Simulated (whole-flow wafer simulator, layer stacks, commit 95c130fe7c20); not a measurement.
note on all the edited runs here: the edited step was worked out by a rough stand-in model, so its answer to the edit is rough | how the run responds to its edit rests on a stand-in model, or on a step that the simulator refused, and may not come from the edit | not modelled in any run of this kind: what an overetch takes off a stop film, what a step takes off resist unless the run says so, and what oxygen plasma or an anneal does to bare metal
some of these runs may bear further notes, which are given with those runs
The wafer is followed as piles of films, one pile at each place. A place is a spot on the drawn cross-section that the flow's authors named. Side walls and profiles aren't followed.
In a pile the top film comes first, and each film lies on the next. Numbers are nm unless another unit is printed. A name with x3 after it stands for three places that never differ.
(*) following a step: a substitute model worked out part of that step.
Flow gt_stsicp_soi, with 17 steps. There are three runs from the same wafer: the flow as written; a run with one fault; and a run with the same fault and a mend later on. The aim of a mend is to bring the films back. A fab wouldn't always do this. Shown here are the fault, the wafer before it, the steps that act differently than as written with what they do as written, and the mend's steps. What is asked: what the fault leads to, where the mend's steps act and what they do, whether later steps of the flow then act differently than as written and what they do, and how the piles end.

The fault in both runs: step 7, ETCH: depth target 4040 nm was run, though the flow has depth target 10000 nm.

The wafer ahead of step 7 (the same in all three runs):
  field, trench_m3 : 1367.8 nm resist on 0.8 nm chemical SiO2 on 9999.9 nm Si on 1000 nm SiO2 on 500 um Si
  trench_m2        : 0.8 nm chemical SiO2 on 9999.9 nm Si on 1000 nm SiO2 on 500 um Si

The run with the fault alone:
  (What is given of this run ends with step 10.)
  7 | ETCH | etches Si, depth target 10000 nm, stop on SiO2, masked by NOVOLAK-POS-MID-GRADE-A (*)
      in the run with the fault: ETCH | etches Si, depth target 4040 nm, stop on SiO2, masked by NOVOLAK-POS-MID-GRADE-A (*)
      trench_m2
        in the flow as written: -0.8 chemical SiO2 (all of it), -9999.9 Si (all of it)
        in the run with the fault: -0.8 chemical SiO2 (all of it), -4040 Si
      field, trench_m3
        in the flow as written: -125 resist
        in the run with the fault: -50.5 resist
  Steps further on in the flow that do not act as written:
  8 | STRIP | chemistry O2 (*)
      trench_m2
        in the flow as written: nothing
        in the run with the fault: +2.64 chemical SiO2 (new film), -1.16 Si
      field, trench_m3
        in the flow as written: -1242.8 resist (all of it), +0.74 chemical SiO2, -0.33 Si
        in the run with the fault: -1317.3 resist (all of it), +0.75 chemical SiO2, -0.33 Si
  After step 10, at trench_m2, the piles differ from the flow's by more than 2% or 0.5 nm, whichever is larger.
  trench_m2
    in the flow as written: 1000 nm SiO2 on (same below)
    in the run with the fault: 2.64 nm chemical SiO2 on 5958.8 nm Si on 1000 nm SiO2 on (same below)

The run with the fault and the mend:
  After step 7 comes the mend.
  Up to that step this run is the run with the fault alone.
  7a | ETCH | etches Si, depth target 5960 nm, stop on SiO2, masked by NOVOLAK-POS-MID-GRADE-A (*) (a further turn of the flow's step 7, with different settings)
      field, trench_m3
        -74.5 resist
      trench_m2
        -5959.9 Si (all of it)
  Later steps of the flow that are run all act as written at every place that is followed.
  By the end, the piles equal the flow's at every place that both follow.
